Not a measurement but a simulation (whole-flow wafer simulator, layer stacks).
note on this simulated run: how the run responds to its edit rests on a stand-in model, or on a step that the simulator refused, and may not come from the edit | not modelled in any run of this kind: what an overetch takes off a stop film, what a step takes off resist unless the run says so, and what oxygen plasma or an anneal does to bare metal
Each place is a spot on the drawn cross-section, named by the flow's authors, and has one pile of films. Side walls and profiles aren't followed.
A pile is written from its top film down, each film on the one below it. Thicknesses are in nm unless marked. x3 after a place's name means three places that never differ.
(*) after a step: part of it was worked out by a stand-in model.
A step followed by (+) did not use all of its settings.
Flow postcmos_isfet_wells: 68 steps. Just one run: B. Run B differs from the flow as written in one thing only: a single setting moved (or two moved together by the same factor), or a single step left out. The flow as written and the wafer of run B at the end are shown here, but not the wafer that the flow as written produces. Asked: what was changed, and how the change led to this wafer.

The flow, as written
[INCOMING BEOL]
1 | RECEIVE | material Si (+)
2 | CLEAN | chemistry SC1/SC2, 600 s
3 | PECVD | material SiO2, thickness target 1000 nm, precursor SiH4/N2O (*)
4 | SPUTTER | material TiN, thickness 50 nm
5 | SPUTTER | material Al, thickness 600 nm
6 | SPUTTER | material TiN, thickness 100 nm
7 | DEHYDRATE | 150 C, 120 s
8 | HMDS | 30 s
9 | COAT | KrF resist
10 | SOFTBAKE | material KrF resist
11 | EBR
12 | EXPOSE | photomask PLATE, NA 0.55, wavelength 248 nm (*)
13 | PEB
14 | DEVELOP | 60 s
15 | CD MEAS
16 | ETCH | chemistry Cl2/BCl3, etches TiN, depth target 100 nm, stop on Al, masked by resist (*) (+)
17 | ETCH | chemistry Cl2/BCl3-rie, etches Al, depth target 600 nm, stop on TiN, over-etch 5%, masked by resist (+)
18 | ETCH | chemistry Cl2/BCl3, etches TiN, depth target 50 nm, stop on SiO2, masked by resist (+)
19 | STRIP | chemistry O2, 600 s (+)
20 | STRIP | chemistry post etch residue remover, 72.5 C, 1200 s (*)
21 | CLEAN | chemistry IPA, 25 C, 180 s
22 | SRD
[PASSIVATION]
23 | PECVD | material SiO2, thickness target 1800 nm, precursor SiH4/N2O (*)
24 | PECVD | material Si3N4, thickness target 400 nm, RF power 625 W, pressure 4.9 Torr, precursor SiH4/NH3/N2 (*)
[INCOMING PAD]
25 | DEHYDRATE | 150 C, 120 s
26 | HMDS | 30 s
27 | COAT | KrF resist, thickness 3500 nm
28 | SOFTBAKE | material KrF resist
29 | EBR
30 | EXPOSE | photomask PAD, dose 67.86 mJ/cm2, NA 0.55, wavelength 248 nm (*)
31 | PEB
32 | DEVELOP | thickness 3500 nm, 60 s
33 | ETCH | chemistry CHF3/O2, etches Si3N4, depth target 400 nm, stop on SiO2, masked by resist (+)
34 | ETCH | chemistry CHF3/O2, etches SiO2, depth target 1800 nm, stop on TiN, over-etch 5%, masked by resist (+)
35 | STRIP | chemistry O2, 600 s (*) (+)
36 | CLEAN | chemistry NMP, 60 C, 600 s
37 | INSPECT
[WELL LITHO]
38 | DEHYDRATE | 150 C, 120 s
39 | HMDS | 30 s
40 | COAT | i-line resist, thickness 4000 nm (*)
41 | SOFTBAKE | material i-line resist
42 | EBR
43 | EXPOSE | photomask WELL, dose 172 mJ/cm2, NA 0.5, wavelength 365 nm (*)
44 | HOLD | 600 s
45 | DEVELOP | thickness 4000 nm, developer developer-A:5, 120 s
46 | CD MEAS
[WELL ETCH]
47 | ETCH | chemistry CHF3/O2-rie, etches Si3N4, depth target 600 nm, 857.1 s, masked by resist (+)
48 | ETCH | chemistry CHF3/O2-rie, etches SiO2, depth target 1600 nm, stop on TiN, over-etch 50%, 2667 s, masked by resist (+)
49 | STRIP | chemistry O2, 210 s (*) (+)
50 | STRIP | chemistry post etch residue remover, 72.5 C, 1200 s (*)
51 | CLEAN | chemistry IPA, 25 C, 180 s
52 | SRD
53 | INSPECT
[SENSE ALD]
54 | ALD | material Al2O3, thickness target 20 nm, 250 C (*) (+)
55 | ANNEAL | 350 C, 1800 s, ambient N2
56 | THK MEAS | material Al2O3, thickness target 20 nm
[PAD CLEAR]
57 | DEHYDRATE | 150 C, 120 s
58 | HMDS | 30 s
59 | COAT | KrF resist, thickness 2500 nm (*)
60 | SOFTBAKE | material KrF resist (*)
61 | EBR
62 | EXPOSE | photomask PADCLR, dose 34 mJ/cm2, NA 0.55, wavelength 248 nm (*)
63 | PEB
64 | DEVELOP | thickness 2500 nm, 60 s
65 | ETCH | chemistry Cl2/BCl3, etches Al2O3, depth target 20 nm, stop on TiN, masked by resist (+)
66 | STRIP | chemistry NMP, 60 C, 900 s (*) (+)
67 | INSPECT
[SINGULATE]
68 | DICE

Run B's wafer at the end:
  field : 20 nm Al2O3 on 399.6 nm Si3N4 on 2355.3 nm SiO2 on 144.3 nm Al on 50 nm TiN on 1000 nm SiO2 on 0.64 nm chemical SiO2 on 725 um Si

Cause: step 17, ETCH: depth target 400 nm was run, whereas the flow has depth target 600 nm.

The path from the change to this, step by step:
  17 | ETCH | chemistry Cl2/BCl3-rie, etches Al, depth target 600 nm, stop on TiN, over-etch 5%, masked by resist (+)
      field: Al loses 400 (in the flow as written it would be: Al loses 600 (all of it))
      margin, well900, well1300, well2000, well3000, pad_rim, pad_clr, pad_open: KrF resist loses 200 (in the flow as written it would be: KrF resist loses 300)
  18 | ETCH | chemistry Cl2/BCl3, etches TiN, depth target 50 nm, stop on SiO2, masked by resist (+)
      field: Al loses 50 (in the flow as written it would be: TiN loses 50 (all of it))
  19 | STRIP | chemistry O2, 600 s (+)
      margin, well900, well1300, well2000, well3000, pad_rim, pad_clr, pad_open: KrF resist loses 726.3 (all of it) (in the flow as written it would be: KrF resist loses 626.3 (all of it))
  20 | STRIP | chemistry post etch residue remover, 72.5 C, 1200 s (*)
      field: Al loses 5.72 (in the flow as written it would be: nothing)
  23 | PECVD | material SiO2, thickness target 1800 nm, precursor SiH4/N2O (*)
      field: SiO2 gains 2355.3 (new film) (in the flow as written it would be: SiO2 gains 1800 (new film), void gains 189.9 (new film), SiO2 gains 559.7)
Taking metal films that touch as one body, field has 1 body; the flow as written gives 0 bodies.
